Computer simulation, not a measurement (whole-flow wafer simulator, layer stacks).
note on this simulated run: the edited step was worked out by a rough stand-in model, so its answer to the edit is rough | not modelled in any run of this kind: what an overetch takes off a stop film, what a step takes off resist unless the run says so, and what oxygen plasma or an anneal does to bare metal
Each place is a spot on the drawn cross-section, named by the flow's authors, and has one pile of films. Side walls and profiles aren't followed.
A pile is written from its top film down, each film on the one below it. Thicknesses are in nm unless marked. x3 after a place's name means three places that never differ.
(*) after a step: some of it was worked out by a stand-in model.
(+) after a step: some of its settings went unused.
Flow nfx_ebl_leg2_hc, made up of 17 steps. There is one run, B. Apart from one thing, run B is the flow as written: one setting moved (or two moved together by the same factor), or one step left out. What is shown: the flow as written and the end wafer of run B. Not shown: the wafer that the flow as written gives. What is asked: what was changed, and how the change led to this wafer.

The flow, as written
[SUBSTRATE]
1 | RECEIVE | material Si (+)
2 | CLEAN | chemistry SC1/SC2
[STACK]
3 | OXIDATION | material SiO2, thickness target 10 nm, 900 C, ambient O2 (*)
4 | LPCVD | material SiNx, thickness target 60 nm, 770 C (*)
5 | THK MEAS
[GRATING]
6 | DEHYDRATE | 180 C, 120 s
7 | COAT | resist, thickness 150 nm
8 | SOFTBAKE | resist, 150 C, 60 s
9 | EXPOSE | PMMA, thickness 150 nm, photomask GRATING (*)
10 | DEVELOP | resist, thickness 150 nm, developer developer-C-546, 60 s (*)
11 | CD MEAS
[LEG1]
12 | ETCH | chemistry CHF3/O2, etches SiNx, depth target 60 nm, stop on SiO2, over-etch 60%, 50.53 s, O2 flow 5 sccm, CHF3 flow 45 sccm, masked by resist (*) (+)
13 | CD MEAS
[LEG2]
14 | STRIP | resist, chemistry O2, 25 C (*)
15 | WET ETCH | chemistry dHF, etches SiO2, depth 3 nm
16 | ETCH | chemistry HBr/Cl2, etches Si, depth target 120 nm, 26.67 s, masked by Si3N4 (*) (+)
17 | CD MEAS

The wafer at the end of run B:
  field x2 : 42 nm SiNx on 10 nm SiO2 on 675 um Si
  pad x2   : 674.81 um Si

What caused this: step 16, ETCH: depth target 189 nm was run, whereas the flow has depth target 120 nm; step 16, ETCH: 42 s was run, where the flow has 26.67 s.

Step by step, how the change led to this:
  16 | ETCH | chemistry HBr/Cl2, etches Si, depth target 120 nm, 26.67 s, masked by Si3N4 (*) (+)
      field x2: -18 SiNx (as written it would have been: -11.4 SiNx)
      pad x2: -189 Si (as written it would have been: -120 Si)
